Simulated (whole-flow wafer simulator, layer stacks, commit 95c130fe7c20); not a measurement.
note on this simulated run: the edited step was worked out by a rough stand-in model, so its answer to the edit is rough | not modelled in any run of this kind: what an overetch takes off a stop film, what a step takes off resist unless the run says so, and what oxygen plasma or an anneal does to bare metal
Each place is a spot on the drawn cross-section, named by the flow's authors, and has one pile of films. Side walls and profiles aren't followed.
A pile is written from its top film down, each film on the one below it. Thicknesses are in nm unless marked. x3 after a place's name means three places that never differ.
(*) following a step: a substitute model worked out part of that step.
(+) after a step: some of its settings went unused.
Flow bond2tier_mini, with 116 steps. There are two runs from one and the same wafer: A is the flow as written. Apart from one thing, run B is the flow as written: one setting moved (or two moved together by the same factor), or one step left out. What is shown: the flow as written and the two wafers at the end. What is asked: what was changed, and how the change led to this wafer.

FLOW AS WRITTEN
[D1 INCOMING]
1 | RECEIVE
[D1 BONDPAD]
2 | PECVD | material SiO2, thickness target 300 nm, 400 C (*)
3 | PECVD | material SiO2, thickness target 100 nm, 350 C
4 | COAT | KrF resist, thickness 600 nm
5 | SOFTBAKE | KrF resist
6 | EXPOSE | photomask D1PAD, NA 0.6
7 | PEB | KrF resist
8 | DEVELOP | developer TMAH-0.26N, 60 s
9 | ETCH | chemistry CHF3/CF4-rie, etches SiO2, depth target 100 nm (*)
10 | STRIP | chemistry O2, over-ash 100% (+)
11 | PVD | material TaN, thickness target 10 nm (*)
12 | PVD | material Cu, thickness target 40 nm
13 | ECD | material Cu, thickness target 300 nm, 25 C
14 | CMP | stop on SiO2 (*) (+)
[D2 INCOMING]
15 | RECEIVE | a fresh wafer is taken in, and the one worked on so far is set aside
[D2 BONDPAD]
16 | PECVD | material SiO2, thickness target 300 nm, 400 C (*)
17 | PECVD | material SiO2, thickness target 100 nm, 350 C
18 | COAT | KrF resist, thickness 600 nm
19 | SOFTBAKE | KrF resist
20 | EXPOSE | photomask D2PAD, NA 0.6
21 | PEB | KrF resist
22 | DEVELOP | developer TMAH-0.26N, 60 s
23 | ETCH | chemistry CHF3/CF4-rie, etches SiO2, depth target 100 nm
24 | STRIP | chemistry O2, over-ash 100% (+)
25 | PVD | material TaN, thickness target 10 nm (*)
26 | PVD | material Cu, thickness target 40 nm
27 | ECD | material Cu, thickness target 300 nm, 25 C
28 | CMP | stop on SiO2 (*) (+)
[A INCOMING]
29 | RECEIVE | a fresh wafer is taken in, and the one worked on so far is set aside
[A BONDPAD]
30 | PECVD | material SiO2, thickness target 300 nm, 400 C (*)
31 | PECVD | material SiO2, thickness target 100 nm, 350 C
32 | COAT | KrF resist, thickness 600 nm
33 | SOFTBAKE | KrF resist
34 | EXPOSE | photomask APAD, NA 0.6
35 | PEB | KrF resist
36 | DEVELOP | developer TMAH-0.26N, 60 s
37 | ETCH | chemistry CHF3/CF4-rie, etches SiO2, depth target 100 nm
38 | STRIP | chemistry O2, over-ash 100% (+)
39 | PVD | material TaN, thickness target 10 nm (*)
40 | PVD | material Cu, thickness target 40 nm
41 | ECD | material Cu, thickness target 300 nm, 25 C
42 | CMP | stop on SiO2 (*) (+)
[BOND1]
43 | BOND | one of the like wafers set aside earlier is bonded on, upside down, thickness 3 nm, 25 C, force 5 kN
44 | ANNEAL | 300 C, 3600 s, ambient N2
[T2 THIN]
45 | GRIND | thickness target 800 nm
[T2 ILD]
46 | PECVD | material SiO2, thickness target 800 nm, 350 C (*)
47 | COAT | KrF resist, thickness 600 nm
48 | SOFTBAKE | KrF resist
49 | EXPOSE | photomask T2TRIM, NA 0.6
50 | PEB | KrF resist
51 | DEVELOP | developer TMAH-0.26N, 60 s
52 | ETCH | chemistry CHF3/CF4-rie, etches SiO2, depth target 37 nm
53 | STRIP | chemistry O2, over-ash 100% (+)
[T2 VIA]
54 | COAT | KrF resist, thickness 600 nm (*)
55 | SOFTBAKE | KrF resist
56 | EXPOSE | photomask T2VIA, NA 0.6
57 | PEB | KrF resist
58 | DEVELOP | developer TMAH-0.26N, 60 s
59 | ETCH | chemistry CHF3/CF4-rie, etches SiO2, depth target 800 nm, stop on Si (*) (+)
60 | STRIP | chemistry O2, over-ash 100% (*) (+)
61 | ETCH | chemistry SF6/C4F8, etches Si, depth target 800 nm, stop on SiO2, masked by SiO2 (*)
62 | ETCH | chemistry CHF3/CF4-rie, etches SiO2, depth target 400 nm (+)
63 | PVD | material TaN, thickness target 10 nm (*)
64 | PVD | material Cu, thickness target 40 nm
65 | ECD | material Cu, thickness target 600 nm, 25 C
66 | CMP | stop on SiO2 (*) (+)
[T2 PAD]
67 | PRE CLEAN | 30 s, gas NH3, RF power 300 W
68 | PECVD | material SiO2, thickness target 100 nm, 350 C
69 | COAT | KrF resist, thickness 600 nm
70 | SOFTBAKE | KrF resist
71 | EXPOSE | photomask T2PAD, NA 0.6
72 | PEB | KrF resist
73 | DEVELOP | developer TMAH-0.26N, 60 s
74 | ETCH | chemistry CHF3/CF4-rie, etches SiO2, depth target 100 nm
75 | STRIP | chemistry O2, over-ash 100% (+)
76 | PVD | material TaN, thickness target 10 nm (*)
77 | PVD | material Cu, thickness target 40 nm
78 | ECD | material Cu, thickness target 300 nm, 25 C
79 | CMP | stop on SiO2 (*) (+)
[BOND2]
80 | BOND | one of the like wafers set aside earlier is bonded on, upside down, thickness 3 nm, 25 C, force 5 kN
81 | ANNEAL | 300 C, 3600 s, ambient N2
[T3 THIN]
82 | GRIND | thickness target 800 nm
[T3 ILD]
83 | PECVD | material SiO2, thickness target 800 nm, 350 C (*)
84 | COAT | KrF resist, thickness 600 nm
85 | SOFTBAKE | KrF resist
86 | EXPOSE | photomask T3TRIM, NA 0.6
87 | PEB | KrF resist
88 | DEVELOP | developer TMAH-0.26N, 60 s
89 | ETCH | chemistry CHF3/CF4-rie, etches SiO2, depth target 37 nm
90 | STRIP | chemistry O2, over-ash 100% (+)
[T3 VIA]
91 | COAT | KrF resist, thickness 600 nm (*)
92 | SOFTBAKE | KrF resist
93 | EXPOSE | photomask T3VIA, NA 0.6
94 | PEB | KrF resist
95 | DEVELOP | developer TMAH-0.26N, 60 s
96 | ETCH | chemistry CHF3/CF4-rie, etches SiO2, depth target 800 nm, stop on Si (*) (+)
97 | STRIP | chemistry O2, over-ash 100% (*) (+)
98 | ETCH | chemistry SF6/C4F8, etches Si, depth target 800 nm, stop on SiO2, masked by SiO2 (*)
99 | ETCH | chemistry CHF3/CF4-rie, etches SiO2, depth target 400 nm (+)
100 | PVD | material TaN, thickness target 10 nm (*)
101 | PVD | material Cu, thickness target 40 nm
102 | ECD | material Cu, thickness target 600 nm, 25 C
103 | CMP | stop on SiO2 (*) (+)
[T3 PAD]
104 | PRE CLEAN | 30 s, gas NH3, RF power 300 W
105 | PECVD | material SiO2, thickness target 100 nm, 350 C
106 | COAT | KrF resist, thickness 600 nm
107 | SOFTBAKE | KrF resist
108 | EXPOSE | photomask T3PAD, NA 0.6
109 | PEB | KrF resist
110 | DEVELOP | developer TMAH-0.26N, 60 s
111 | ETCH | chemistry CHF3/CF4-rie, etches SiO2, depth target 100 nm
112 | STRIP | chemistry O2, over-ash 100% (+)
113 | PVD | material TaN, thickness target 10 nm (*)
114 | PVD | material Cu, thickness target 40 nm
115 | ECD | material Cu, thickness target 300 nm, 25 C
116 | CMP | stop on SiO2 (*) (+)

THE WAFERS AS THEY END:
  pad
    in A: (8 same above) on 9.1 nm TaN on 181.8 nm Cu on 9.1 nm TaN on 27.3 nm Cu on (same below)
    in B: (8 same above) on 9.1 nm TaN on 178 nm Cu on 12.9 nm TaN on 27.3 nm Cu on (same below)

The reason: step 76, PVD: thickness target 14.2 nm was run, while the flow as written has thickness target 10 nm.

The path from the change to this, step by step:
  76 | PVD | material TaN, thickness target 10 nm (*)
      field: A TaN gains 10 (new film) | B TaN gains 14.2 (new film)
      pad: A TaN gains 9.1 (new film) | B TaN gains 12.9 (new film)
  79 | CMP | stop on SiO2 (*) (+)
      field: A Cu loses 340 (all of it), TaN loses 10 (all of it) | B Cu loses 340 (all of it), TaN loses 14.2 (all of it)
